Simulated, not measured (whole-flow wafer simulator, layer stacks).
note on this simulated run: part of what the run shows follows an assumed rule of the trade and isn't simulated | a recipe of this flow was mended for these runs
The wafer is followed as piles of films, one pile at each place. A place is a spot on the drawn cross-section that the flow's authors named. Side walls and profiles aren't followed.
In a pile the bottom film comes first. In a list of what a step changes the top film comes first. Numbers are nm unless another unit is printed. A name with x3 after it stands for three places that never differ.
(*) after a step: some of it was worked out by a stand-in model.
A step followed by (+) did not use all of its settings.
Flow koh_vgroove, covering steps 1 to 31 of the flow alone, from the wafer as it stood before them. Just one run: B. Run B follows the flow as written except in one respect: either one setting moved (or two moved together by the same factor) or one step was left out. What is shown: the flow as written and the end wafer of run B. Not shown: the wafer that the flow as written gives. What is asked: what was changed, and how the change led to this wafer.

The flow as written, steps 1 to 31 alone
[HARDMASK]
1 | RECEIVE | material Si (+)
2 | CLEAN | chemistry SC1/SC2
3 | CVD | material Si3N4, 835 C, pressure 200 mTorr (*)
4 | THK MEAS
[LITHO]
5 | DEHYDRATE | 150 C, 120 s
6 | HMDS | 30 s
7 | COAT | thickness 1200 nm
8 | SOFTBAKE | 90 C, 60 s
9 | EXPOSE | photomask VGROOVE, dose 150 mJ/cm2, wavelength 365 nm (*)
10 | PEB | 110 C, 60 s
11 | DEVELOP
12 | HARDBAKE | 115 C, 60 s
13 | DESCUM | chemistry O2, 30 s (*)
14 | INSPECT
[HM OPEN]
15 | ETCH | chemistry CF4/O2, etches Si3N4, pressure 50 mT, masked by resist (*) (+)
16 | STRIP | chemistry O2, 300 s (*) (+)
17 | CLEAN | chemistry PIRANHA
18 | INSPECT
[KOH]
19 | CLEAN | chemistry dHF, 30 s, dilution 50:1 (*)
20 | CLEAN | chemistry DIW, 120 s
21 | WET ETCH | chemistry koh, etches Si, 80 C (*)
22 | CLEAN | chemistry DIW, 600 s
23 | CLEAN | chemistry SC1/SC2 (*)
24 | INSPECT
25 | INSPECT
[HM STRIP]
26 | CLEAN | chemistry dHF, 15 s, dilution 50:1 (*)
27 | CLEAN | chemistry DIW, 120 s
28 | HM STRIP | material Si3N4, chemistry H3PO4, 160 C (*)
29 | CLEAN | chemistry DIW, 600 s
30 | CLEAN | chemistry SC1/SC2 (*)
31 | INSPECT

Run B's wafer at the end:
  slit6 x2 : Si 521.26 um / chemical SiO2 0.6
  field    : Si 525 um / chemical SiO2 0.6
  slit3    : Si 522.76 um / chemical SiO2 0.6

Cause: step 3, CVD: pressure 272 mTorr was run, while the flow as written has pressure 200 mTorr.

How this came from the change, step by step:
  3 | CVD | material Si3N4, 835 C, pressure 200 mTorr (*)
      field, slit3, slit2, slit6 x2: +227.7 Si3N4 (new film) (in the flow as written it would be: +200 Si3N4 (new film))
  15 | ETCH | chemistry CF4/O2, etches Si3N4, pressure 50 mT, masked by resist (*) (+)
      slit3, slit2, slit6 x2: -227.7 Si3N4 (all of it), -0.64 chemical SiO2 (all of it), -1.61 Si (in the flow as written it would be: -200 Si3N4 (all of it), -0.64 chemical SiO2 (all of it), -29.4 Si)
  28 | HM STRIP | material Si3N4, chemistry H3PO4, 160 C (*)
      field: -226.5 Si3N4 (all of it), -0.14 chemical SiO2, -1.36 Si (in the flow as written it would be: -198.7 Si3N4 (all of it), -0.14 chemical SiO2, -2.75 Si)
